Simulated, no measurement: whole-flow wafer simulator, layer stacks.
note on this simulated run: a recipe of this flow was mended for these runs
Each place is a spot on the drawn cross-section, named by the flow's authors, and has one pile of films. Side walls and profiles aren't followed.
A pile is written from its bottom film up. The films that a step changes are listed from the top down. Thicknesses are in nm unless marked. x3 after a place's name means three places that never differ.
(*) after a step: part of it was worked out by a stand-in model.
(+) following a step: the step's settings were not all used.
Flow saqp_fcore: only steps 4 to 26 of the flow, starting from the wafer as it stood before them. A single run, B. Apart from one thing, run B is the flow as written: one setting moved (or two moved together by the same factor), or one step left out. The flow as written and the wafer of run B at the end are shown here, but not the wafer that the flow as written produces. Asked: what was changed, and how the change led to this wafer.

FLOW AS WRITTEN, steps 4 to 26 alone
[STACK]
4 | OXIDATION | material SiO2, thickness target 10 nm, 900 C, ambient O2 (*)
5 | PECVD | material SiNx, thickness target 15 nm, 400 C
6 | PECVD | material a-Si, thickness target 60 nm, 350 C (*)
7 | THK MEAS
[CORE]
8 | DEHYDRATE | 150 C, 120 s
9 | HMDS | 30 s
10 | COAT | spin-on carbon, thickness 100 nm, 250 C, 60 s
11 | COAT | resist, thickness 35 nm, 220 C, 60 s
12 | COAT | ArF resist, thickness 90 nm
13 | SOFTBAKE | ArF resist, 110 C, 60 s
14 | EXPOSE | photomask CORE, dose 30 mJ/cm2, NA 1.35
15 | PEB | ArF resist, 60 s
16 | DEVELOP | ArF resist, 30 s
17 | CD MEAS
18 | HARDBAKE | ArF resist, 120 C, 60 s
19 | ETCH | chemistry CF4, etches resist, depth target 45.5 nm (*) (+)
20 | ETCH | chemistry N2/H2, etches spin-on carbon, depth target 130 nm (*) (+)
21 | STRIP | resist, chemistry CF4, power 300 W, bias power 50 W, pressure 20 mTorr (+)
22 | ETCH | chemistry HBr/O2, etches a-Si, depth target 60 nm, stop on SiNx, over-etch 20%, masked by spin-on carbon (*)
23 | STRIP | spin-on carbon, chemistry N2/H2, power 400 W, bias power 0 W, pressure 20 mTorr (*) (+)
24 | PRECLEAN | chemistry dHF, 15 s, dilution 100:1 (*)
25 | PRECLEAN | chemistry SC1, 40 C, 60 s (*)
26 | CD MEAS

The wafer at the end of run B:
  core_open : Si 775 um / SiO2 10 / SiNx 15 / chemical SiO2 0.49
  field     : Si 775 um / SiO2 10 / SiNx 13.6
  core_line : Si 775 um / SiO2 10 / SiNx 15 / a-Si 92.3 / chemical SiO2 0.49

Cause: step 6, PECVD: thickness target 93 nm was run, while the flow as written has thickness target 60 nm.

Step by step, how the change led to this:
  6 | PECVD | material a-Si, thickness target 60 nm, 350 C (*)
      field, core_open, core_line: a-Si gains 93 (new film) (in the flow as written it would be: a-Si gains 60 (new film))
  22 | ETCH | chemistry HBr/O2, etches a-Si, depth target 60 nm, stop on SiNx, over-etch 20%, masked by spin-on carbon (*)
      core_open: a-Si loses 72 (in the flow as written it would be: a-Si loses 39.4 (all of it), SiNx loses 1.3)
      field: a-Si loses 69.8 (all of it), SiNx loses 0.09 (in the flow as written it would be: a-Si loses 36.8 (all of it), SiNx loses 1.41)
      (also at 1 further place)
  23 | STRIP | spin-on carbon, chemistry N2/H2, power 400 W, bias power 0 W, pressure 20 mTorr (*) (+)
      core_line: spin-on carbon loses 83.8 (all of it) (in the flow as written it would be: spin-on carbon loses 88.8 (all of it))
  24 | PRECLEAN | chemistry dHF, 15 s, dilution 100:1 (*)
      core_open: nothing (in the flow as written it would be: SiNx loses 1.31)
